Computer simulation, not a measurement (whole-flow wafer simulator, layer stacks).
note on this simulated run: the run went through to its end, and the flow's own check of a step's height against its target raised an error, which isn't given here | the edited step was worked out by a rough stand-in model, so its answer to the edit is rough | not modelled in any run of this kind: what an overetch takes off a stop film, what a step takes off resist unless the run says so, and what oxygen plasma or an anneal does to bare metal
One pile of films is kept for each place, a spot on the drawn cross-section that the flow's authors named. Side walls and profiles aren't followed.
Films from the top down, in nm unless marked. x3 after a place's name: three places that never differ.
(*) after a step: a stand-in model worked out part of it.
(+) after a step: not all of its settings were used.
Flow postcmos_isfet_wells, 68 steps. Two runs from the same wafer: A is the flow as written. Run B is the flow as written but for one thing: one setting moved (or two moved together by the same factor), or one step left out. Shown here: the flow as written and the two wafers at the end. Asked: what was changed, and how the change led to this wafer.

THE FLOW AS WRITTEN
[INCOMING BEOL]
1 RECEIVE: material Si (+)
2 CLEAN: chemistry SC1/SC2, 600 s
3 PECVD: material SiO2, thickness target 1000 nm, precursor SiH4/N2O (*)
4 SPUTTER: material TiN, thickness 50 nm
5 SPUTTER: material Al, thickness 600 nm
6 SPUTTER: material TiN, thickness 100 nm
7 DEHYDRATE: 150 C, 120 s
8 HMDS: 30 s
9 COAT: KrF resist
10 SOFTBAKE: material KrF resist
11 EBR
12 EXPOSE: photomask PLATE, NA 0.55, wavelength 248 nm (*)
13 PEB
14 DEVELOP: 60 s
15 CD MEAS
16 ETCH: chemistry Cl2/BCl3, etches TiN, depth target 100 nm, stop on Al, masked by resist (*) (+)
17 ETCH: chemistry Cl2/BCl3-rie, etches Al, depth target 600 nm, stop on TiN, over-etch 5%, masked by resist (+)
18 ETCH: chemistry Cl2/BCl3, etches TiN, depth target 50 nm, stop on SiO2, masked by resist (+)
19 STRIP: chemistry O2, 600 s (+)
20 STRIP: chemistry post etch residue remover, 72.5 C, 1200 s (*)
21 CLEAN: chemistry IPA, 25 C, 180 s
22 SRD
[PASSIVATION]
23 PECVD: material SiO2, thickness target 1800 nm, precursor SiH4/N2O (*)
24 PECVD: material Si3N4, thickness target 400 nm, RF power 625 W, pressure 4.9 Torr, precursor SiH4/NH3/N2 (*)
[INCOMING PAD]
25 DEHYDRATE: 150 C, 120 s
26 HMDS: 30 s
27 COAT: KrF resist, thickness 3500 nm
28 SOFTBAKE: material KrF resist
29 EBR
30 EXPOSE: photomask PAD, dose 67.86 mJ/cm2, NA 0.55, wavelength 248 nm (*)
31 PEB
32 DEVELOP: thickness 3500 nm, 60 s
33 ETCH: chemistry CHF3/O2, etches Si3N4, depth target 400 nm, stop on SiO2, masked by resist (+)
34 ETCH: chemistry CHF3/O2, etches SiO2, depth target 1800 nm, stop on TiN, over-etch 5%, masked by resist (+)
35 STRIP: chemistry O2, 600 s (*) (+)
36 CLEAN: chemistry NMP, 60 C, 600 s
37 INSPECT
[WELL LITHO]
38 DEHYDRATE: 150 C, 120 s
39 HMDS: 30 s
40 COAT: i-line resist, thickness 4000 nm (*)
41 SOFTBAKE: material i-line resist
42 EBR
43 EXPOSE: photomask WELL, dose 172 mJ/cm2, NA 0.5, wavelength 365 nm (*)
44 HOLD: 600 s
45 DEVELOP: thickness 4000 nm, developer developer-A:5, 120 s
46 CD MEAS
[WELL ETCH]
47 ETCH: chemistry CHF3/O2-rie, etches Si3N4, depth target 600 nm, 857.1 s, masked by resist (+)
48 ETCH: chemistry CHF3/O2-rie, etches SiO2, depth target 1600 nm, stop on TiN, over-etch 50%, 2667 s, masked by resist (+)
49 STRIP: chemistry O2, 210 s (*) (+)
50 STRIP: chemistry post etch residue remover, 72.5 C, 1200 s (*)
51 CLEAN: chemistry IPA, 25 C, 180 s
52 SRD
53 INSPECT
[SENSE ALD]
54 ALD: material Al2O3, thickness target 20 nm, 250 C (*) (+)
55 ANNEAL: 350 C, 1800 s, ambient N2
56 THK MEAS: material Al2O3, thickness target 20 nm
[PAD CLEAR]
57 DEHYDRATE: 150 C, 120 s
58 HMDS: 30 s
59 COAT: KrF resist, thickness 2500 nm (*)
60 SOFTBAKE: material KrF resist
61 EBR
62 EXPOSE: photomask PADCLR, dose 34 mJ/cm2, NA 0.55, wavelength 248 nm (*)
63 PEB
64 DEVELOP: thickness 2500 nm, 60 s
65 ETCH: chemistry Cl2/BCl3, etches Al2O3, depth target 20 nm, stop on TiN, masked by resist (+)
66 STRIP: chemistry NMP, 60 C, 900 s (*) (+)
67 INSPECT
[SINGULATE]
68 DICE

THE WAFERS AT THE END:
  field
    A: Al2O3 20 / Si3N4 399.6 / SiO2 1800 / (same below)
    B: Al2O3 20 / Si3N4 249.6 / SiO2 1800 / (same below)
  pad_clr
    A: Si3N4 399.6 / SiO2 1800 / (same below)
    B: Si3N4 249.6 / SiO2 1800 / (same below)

The cause: step 24, PECVD: thickness target 250 nm was run, where the flow has thickness target 400 nm.

How the change led to this, step by step:
  24 PECVD: material Si3N4, thickness target 400 nm, RF power 625 W, pressure 4.9 Torr, precursor SiH4/NH3/N2 (*)
      field, margin, well900, well1300 x3, pad_rim, pad_clr, pad_open: A Si3N4 +400 (new film) | B Si3N4 +250 (new film)
  33 ETCH: chemistry CHF3/O2, etches Si3N4, depth target 400 nm, stop on SiO2, masked by resist (+)
      field, margin, well900, well1300 x3, pad_rim, pad_clr: A KrF resist -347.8 | B KrF resist -326.1
      pad_open: A Si3N4 -400 (all of it) | B Si3N4 -250 (all of it)
  41 SOFTBAKE: material i-line resist
      pad_clr: A i-line resist -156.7 | B i-line resist -141.7
      pad_open: A i-line resist +115.3 | B i-line resist +108.7
  47 ETCH: chemistry CHF3/O2-rie, etches Si3N4, depth target 600 nm, 857.1 s, masked by resist (+)
      well900, well1300 x3: A Si3N4 -400 (all of it), SiO2 -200 | B Si3N4 -250 (all of it), SiO2 -350
  48 ETCH: chemistry CHF3/O2-rie, etches SiO2, depth target 1600 nm, stop on TiN, over-etch 50%, 2667 s, masked by resist (+)
      well900, well1300 x3: A SiO2 -1600 (all of it) | B SiO2 -1450 (all of it)
  49 STRIP: chemistry O2, 210 s (*) (+)
      pad_clr: A i-line resist -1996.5 (all of it) | B i-line resist -2058.3 (all of it)
  59 COAT: KrF resist, thickness 2500 nm (*)
      field: A KrF resist +1449 (new film) | B KrF resist +1520.7 (new film)
      margin: A KrF resist +1448.9 (new film) | B KrF resist +1520.6 (new film)
      (and at 1 more place)
  64 DEVELOP: thickness 2500 nm, 60 s
      pad_clr: A KrF resist -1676 (all of it) | B KrF resist -1726.1 (all of it)
  66 STRIP: chemistry NMP, 60 C, 900 s (*) (+)
      field: A KrF resist -1400.1 (all of it) | B KrF resist -1471.3 (all of it)
      margin: A KrF resist -1400.1 (all of it) | B KrF resist -1471.2 (all of it)
